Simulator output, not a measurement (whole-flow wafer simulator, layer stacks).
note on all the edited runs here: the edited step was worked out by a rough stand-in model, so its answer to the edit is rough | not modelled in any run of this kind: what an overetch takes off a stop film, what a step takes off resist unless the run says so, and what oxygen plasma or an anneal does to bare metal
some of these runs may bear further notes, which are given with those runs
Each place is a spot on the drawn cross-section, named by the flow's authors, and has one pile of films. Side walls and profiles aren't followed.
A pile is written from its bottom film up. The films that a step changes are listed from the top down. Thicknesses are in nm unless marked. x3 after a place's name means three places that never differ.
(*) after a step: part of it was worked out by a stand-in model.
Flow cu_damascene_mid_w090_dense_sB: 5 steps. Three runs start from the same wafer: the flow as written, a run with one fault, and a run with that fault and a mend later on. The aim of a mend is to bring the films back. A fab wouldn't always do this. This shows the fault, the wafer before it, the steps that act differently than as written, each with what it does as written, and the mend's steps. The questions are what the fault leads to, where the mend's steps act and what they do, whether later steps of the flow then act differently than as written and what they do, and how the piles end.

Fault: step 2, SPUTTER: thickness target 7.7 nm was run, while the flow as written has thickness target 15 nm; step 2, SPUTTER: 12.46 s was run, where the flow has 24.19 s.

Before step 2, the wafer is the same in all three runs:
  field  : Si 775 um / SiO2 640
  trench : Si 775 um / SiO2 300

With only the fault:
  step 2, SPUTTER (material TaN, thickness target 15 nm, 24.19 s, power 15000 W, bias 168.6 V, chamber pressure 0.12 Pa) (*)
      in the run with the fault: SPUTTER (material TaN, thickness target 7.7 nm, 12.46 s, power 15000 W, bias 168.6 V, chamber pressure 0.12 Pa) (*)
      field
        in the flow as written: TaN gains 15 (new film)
        in the run with the fault: TaN gains 7.7 (new film)
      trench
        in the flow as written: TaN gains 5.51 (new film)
        in the run with the fault: TaN gains 2.83 (new film)
  Steps further on in the flow that do not act as written (2 more steps, not shown, differ only slightly: by at most 2% or 0.5 nm, whichever is larger):
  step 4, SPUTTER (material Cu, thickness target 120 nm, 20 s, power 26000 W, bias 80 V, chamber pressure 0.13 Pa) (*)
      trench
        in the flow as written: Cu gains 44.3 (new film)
        in the run with the fault: Cu gains 45.5 (new film)
  The piles end different from the flow's at field, trench by more than 2% or 0.5 nm, whichever is larger.
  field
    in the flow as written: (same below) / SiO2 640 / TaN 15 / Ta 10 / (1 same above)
    in the run with the fault: (same below) / SiO2 640 / TaN 7.7 / Ta 10 / (1 same above)
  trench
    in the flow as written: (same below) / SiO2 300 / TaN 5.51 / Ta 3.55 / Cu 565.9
    in the run with the fault: (same below) / SiO2 300 / TaN 2.83 / Ta 3.66 / Cu 561.2

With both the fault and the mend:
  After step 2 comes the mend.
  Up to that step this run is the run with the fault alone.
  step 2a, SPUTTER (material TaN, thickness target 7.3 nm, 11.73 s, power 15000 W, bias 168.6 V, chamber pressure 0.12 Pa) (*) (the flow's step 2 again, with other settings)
      field
        TaN gains 7.3
      trench
        TaN gains 2.6
  None of the later steps of the flow differs from how it acts as written, at any place that is followed, by more than 2% or 0.5 nm, whichever is larger.
  At the end the piles are close to the flow's at the places that both follow, differing by at most 2% or 0.5 nm, whichever is larger.
